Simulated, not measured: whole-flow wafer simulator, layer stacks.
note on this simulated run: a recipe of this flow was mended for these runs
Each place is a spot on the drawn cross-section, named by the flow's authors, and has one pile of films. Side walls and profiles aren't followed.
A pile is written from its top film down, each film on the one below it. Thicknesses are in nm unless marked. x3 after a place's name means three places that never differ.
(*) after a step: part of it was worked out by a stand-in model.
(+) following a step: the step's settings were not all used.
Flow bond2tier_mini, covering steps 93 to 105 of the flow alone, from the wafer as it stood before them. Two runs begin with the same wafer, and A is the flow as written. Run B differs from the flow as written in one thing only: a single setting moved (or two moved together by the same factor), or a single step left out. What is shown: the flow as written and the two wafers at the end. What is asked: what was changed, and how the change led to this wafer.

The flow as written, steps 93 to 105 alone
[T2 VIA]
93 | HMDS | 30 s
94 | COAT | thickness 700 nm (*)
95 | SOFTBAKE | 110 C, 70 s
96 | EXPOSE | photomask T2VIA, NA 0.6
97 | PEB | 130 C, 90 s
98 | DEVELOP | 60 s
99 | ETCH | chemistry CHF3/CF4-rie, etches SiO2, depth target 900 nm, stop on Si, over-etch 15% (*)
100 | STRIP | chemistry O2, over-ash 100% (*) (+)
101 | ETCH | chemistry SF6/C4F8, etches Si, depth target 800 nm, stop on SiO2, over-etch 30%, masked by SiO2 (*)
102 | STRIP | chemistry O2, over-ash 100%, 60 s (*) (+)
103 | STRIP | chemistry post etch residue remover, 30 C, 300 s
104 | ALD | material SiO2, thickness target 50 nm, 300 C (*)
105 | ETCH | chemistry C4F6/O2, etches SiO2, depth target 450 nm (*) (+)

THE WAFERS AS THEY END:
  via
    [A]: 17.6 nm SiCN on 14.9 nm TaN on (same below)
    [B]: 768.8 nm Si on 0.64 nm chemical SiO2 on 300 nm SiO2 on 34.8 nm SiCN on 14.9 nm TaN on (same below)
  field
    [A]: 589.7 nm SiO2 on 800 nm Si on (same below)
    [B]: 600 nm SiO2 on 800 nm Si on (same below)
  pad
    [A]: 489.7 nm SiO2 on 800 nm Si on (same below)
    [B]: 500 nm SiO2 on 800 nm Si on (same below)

Cause: step 101, ETCH: chemistry SF6/C4F8, etches Si, depth target 800 nm, stop on SiO2, over-etch 30%, masked by SiO2 (*), was omitted.

Step by step, how the change led to this:
  104 | ALD | material SiO2, thickness target 50 nm, 300 C (*)
      via: A SiO2 gains 50 | B SiO2 gains 50 (new film)
  105 | ETCH | chemistry C4F6/O2, etches SiO2, depth target 450 nm (*) (+)
      via: A SiO2 loses 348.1 (all of it), SiCN loses 17.2 | B SiO2 loses 50 (all of it), Si loses 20
